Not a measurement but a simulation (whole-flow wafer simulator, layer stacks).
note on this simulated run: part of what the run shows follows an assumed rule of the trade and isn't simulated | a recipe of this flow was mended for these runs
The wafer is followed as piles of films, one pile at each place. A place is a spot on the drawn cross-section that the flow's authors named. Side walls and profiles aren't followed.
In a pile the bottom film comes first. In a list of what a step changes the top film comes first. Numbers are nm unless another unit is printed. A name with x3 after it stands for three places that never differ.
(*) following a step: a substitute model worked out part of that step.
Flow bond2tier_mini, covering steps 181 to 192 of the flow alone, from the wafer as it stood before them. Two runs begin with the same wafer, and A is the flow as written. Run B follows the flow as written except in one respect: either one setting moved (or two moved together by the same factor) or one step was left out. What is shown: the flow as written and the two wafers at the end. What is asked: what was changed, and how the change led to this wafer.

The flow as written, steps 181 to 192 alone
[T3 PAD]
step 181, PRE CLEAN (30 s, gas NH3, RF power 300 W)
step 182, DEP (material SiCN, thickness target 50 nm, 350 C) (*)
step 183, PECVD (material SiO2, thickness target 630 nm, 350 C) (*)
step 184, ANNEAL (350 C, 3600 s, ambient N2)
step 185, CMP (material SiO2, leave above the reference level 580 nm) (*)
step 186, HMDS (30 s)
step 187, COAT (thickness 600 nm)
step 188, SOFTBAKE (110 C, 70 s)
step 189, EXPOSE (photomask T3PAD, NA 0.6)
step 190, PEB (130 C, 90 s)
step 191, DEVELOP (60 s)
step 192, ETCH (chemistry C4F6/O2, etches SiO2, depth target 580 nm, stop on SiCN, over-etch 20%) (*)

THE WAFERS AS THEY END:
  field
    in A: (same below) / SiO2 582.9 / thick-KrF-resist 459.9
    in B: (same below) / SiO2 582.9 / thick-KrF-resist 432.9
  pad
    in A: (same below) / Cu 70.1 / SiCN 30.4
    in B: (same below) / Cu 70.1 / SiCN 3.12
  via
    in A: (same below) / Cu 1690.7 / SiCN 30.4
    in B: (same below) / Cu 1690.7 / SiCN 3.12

The reason: step 192, ETCH: depth target 715 nm was run, though the flow has depth target 580 nm.

The path from the change to this, step by step:
  step 192, ETCH (chemistry C4F6/O2, etches SiO2, depth target 580 nm, stop on SiCN, over-etch 20%) (*)
      pad, via: A -580 SiO2 (all of it), -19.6 SiCN | B -580 SiO2 (all of it), -46.9 SiCN
      field: A -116 thick-KrF-resist | B -143 thick-KrF-resist
